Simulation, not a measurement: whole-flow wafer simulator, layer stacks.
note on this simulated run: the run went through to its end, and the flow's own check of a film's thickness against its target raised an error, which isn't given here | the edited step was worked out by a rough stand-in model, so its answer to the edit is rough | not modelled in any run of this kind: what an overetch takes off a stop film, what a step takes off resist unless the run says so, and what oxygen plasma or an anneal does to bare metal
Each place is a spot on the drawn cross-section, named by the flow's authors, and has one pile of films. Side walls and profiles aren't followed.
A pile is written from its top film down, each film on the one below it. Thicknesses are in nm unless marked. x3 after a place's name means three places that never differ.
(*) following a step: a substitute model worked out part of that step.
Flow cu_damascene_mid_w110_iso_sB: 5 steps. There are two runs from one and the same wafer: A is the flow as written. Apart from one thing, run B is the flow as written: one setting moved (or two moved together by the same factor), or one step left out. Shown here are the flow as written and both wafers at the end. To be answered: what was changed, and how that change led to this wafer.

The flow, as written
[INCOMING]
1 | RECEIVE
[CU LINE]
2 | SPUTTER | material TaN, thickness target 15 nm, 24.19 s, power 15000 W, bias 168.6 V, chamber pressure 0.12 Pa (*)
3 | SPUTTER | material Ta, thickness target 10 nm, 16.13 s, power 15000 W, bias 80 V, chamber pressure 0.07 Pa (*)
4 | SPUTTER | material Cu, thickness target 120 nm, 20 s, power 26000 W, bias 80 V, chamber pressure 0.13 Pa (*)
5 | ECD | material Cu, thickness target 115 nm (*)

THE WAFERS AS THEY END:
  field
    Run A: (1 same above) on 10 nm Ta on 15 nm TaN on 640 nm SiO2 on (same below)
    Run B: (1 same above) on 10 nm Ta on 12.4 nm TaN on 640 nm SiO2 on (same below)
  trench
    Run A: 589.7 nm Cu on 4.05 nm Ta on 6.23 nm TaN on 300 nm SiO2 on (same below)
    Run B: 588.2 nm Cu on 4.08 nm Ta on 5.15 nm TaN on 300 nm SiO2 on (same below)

What caused this: step 2, SPUTTER: thickness target 12.4 nm was run, though the flow has thickness target 15 nm; step 2, SPUTTER: 19.96 s was run, where the flow has 24.19 s.
The wafer itself shows it: field has TaN 12.4, and step 2 as written asks for 15 nm.

How this came from the change, step by step:
  2 | SPUTTER | material TaN, thickness target 15 nm, 24.19 s, power 15000 W, bias 168.6 V, chamber pressure 0.12 Pa (*)
      field: A TaN gains 15 (new film) | B TaN gains 12.4 (new film)
      trench: A TaN gains 6.23 (new film) | B TaN gains 5.15 (new film)
